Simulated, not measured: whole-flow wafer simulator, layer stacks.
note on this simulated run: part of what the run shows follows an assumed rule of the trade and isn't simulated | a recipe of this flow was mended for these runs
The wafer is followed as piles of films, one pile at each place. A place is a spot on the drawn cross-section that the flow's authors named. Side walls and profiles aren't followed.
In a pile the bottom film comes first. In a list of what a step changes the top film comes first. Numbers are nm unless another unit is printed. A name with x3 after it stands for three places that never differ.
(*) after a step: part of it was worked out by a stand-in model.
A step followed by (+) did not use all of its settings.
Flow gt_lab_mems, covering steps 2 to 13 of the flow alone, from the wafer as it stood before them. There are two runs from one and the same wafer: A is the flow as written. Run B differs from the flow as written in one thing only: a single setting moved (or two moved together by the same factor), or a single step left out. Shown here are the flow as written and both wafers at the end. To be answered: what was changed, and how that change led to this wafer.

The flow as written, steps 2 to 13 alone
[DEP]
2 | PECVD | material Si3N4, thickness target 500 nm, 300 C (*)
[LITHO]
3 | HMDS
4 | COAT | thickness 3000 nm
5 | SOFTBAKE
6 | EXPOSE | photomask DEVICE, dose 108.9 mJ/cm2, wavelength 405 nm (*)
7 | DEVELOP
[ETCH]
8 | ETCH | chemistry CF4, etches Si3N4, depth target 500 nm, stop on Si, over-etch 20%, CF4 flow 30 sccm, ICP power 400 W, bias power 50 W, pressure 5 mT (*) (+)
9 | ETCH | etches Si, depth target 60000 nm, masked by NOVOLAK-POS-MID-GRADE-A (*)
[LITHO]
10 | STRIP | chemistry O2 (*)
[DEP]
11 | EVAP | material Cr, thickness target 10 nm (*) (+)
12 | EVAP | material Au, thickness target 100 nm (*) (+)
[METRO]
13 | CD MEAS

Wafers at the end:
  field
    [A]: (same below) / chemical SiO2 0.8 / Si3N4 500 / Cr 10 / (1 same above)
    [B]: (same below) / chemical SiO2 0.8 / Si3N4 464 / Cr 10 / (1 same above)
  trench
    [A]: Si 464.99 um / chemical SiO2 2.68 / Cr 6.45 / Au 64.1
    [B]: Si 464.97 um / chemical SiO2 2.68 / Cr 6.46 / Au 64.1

Cause: step 2, PECVD: thickness target 464 nm was run, whereas the flow has thickness target 500 nm.
The wafer lets one read it off: field has Si3N4 464, and step 2 as written asks for 500 nm.

How this came from the change, step by step:
  2 | PECVD | material Si3N4, thickness target 500 nm, 300 C (*)
      field, trench: A Si3N4 gains 500 (new film) | B Si3N4 gains 464 (new film)
  8 | ETCH | chemistry CF4, etches Si3N4, depth target 500 nm, stop on Si, over-etch 20%, CF4 flow 30 sccm, ICP power 400 W, bias power 50 W, pressure 5 mT (*) (+)
      field: A g/i-line-resist loses 400 | B g/i-line-resist loses 371.8
      trench: A Si3N4 loses 500 (all of it), chemical SiO2 loses 0.8 (all of it), Si loses 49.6 | B Si3N4 loses 464 (all of it), chemical SiO2 loses 0.8 (all of it), Si loses 67.6
  10 | STRIP | chemistry O2 (*)
      field: A g/i-line-resist loses 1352 (all of it) | B g/i-line-resist loses 1380.1 (all of it)
